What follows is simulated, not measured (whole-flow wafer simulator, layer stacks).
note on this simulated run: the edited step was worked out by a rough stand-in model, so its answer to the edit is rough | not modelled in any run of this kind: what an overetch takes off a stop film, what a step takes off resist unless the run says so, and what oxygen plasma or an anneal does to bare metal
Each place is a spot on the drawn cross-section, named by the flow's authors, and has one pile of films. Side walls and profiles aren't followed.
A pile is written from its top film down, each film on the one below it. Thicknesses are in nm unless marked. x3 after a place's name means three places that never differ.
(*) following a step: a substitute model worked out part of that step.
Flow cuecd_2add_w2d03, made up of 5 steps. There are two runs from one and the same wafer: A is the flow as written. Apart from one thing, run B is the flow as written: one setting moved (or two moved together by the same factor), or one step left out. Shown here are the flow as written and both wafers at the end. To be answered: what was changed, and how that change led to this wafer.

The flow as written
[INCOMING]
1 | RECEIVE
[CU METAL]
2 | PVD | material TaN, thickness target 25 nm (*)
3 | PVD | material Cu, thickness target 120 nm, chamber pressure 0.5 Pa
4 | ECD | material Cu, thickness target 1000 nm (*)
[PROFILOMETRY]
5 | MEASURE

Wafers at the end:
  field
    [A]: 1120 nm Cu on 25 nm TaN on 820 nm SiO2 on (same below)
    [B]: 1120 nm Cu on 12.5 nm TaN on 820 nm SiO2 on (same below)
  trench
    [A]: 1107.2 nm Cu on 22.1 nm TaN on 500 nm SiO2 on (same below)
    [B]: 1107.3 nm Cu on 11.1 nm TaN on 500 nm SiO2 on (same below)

The reason: step 2, PVD: thickness target 12.5 nm was run, though the flow has thickness target 25 nm.
The wafer lets one read it off: field has TaN 12.5, and step 2 as written asks for 25 nm.

How this came from the change, step by step:
  2 | PVD | material TaN, thickness target 25 nm (*)
      field: A +25 TaN (new film) | B +12.5 TaN (new film)
      trench: A +22.1 TaN (new film) | B +11.1 TaN (new film)
